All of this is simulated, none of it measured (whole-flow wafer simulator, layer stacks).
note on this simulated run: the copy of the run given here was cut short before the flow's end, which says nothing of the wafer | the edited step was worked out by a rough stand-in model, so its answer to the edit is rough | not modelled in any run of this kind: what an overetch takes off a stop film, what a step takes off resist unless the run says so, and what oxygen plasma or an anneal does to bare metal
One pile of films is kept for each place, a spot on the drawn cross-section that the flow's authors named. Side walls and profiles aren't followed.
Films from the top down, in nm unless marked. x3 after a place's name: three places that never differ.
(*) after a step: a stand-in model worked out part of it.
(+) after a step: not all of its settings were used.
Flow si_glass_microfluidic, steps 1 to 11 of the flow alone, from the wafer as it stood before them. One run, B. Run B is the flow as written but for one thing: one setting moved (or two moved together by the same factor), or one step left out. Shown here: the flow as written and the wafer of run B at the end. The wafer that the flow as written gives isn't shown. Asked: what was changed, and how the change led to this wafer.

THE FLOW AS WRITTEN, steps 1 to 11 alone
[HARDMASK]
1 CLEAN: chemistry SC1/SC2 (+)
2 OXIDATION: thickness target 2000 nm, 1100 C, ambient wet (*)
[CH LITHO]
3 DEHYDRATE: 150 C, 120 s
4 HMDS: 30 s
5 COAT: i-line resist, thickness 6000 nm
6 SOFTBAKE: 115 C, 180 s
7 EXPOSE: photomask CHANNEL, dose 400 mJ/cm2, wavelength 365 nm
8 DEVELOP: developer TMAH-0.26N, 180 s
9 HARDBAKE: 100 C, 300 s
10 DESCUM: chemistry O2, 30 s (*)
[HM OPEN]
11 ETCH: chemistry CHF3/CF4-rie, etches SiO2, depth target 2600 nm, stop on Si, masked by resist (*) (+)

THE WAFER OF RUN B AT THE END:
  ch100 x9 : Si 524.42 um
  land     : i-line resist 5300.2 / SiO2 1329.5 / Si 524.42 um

The cause: step 2, OXIDATION: 990 C was run, where the flow has 1100 C.

How the change led to this, step by step:
  2 OXIDATION: thickness target 2000 nm, 1100 C, ambient wet (*)
      land, ch100 x9: SiO2 +1329.5 (new film), chemical SiO2 -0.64 (all of it), Si -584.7 (as written it would be: SiO2 +2000 (new film), chemical SiO2 -0.64 (all of it), Si -879.7)
  11 ETCH: chemistry CHF3/CF4-rie, etches SiO2, depth target 2600 nm, stop on Si, masked by resist (*) (+)
      ch100 x9: SiO2 -1329.5 (all of it) (as written it would be: SiO2 -2000 (all of it))
      land: i-line resist -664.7 (as written it would be: i-line resist -866.7)
